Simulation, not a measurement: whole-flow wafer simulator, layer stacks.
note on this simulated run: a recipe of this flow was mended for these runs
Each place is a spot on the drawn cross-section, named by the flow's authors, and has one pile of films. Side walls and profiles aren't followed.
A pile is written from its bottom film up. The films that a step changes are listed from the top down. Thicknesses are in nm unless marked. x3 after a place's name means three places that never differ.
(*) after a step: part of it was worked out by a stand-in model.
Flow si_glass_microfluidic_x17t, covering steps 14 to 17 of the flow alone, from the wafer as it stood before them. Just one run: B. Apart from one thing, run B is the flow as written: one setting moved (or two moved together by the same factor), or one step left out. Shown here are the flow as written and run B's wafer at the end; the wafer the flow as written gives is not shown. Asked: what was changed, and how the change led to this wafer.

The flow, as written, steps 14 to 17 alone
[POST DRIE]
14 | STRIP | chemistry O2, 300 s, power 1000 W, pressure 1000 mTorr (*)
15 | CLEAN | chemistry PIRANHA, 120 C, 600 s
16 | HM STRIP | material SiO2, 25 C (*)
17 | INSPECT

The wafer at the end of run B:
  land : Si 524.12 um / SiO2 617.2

What caused this: step 16, HM STRIP: 10 C was run, whereas the flow has 25 C.

The path from the change to this, step by step:
  16 | HM STRIP | material SiO2, 25 C (*)
      land: -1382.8 SiO2 (in the flow as written it would be: -2000 SiO2 (all of it))
